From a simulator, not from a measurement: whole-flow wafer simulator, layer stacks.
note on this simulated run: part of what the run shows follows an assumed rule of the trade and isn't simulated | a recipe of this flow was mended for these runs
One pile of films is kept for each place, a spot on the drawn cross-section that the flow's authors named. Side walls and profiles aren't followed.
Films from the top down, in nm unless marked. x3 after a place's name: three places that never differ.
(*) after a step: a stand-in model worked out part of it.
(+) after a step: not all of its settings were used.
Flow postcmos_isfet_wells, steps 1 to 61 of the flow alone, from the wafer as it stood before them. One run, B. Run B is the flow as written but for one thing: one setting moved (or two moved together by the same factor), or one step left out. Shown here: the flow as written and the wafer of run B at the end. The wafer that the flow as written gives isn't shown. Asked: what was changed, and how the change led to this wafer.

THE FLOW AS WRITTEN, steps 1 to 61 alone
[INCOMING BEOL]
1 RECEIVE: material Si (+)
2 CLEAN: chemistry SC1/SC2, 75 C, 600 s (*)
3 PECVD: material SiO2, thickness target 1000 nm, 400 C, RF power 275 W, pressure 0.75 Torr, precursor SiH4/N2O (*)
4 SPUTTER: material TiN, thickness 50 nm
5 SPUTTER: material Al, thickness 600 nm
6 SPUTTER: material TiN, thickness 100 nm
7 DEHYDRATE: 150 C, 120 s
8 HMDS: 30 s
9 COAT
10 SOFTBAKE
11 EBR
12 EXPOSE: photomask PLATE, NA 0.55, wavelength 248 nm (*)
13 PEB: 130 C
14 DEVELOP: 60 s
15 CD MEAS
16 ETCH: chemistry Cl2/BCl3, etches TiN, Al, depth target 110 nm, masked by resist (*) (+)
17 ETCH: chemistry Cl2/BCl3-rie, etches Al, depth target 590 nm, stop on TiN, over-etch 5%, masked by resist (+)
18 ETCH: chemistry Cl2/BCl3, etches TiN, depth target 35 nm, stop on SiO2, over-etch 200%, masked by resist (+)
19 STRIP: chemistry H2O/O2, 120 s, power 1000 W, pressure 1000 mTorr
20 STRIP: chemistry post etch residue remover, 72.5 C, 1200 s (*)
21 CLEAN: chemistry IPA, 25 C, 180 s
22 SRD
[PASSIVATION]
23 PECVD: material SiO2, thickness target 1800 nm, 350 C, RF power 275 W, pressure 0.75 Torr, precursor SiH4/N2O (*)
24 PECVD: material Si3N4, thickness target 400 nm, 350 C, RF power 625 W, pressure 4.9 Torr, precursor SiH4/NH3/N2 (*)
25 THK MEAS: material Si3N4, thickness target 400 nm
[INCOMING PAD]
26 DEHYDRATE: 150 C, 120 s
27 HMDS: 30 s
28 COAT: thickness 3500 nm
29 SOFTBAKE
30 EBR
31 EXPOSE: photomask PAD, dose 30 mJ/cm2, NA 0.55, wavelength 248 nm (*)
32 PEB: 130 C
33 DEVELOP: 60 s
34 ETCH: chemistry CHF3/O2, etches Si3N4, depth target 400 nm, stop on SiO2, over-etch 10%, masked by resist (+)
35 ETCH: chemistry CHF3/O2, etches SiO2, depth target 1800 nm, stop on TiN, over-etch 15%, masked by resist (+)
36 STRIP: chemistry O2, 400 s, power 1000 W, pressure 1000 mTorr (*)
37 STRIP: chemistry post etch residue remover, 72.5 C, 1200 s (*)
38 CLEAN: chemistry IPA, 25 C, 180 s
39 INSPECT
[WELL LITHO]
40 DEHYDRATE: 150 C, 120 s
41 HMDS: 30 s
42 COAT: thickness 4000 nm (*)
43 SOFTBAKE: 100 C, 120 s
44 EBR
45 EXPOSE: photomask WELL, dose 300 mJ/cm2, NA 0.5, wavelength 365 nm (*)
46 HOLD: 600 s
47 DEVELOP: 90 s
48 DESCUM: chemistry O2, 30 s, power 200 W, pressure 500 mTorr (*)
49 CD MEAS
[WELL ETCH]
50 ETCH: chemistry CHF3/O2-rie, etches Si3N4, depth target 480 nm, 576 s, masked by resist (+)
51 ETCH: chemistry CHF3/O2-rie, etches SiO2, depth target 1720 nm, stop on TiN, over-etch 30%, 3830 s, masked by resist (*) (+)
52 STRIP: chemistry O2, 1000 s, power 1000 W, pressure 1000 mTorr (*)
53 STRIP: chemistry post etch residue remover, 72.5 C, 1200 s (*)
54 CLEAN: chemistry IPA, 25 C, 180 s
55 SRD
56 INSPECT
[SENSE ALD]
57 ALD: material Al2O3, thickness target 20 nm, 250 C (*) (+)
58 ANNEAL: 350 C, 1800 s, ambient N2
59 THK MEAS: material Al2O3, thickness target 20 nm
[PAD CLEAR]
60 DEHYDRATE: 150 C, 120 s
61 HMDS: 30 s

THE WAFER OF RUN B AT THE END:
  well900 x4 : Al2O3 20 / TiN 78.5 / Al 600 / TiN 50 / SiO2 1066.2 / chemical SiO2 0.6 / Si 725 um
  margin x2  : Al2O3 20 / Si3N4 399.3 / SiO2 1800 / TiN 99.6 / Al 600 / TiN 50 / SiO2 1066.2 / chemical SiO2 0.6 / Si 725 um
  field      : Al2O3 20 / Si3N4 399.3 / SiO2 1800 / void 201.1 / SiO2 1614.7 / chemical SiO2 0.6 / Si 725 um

The cause: step 3, PECVD: RF power 316 W was run, where the flow has RF power 275 W.

How the change led to this, step by step:
  3 PECVD: material SiO2, thickness target 1000 nm, 400 C, RF power 275 W, pressure 0.75 Torr, precursor SiH4/N2O (*)
      field, margin x2, well900 x4, pad_clr, pad_open: SiO2 +1066.2 (new film) (as written it would be: SiO2 +1000 (new film))
